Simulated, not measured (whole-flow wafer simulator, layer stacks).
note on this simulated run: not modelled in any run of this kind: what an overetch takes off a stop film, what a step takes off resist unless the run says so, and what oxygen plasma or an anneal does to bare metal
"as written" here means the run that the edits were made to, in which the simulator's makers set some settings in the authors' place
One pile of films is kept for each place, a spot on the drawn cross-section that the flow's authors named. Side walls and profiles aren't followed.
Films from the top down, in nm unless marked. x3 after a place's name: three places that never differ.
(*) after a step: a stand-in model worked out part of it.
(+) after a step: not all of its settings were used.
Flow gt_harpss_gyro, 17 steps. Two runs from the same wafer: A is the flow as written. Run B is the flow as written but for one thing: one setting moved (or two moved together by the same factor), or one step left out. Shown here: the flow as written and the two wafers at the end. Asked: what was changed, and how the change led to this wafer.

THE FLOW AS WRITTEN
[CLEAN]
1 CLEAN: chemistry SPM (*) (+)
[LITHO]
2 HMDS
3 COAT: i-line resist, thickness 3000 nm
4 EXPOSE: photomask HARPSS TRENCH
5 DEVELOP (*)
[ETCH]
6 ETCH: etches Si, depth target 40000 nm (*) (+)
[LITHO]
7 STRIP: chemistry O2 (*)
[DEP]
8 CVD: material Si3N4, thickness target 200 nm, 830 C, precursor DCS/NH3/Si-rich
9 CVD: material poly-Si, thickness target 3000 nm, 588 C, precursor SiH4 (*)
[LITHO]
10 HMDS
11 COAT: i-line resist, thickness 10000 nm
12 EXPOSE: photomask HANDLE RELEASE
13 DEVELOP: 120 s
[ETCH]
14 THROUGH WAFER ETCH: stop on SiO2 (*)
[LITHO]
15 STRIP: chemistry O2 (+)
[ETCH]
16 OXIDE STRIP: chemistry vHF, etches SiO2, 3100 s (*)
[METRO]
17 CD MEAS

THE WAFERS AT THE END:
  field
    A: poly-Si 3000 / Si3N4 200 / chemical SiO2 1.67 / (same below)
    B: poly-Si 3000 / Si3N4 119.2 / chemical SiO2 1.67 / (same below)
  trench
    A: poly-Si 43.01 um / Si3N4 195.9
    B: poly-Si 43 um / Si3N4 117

The cause: step 8, CVD: thickness target 119.2 nm was run, where the flow has thickness target 200 nm.
It can be read off the wafer: field has Si3N4 119.2, and step 8 as written asks for 200 nm.

How the change led to this, step by step:
  8 CVD: material Si3N4, thickness target 200 nm, 830 C, precursor DCS/NH3/Si-rich
      field: A Si3N4 +200 (new film) | B Si3N4 +119.2 (new film)
      trench: A Si3N4 +195.9 (new film) | B Si3N4 +117 (new film)
  9 CVD: material poly-Si, thickness target 3000 nm, 588 C, precursor SiH4 (*)
      trench: A poly-Si +43.01 um (new film) | B poly-Si +43 um (new film)
